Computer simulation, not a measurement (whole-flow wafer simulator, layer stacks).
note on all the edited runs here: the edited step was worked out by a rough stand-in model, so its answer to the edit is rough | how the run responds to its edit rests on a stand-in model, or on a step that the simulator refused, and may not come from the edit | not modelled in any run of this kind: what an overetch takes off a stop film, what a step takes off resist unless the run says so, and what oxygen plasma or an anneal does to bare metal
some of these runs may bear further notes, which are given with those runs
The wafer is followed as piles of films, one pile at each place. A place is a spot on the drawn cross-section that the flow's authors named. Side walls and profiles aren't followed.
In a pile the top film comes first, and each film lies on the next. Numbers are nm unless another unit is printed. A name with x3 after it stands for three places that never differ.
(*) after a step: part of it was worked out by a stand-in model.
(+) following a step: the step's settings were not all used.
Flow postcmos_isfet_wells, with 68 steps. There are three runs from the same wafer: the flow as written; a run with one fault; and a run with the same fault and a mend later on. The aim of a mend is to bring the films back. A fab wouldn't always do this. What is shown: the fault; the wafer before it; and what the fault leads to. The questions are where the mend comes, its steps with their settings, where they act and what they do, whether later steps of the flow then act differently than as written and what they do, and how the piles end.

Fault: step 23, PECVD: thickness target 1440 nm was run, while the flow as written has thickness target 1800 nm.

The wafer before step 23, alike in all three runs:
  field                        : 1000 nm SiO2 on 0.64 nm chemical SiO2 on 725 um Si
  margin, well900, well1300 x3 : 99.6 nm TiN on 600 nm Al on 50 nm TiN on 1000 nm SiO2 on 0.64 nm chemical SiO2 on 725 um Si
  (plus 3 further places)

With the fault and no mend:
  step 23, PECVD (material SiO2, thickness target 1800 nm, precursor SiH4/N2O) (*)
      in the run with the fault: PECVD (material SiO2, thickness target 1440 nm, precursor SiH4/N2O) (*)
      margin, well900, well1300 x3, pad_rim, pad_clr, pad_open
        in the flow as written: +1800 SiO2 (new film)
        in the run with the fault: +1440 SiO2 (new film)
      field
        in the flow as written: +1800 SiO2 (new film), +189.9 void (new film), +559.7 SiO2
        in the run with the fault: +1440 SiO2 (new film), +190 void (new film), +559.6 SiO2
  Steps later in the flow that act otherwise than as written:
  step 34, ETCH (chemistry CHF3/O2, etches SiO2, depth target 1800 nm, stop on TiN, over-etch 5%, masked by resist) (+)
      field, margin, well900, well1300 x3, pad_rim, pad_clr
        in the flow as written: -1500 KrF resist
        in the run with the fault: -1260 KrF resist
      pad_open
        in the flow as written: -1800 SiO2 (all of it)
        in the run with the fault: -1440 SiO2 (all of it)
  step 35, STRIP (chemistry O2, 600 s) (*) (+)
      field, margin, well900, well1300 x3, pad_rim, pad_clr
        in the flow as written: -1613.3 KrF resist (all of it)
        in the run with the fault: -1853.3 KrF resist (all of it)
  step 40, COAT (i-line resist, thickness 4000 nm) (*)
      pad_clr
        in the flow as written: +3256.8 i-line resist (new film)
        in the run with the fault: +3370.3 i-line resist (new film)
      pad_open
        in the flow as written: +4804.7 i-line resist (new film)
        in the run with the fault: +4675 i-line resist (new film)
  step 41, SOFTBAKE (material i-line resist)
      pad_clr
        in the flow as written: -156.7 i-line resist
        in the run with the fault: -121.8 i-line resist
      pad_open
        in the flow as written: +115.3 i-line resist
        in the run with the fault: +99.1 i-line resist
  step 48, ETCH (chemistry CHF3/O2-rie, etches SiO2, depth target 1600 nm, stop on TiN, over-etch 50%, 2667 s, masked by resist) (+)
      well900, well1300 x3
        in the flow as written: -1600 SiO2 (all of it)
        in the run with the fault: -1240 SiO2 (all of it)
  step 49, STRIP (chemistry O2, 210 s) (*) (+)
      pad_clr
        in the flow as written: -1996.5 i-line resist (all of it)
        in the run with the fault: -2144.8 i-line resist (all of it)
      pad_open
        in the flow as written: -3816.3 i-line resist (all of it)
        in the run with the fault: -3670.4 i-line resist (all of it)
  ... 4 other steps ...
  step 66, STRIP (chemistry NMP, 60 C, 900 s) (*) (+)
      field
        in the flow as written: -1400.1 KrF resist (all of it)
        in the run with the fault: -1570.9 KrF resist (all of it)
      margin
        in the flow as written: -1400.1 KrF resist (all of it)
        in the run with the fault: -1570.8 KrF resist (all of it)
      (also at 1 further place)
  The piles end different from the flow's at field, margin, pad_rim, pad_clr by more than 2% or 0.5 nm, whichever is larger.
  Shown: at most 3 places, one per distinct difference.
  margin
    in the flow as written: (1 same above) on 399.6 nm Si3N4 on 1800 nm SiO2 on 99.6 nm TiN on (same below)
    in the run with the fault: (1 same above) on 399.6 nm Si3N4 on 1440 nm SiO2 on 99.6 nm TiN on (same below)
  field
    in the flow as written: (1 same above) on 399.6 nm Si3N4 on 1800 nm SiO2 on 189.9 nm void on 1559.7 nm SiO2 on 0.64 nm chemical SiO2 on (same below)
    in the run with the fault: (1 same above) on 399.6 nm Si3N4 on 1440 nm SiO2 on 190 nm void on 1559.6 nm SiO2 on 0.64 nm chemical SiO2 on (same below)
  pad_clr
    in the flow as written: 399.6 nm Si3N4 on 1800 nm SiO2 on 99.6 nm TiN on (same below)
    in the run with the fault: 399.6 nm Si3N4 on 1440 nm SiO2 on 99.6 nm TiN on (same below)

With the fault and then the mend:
  The mend follows step 23.
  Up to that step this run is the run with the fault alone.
  step 23a, PECVD (material SiO2, thickness target 360 nm, precursor SiH4/N2O) (*) (a further turn of the flow's step 23, with different settings)
      field, margin, well900, well1300 x3, pad_rim, pad_clr, pad_open
        +360 SiO2
  None of the later steps of the flow acts differently than as written at any place that is followed.
  When the end is reached, the piles differ only a little from the flow's at the places that both follow, at most by 2% or 0.5 nm, whichever is larger.
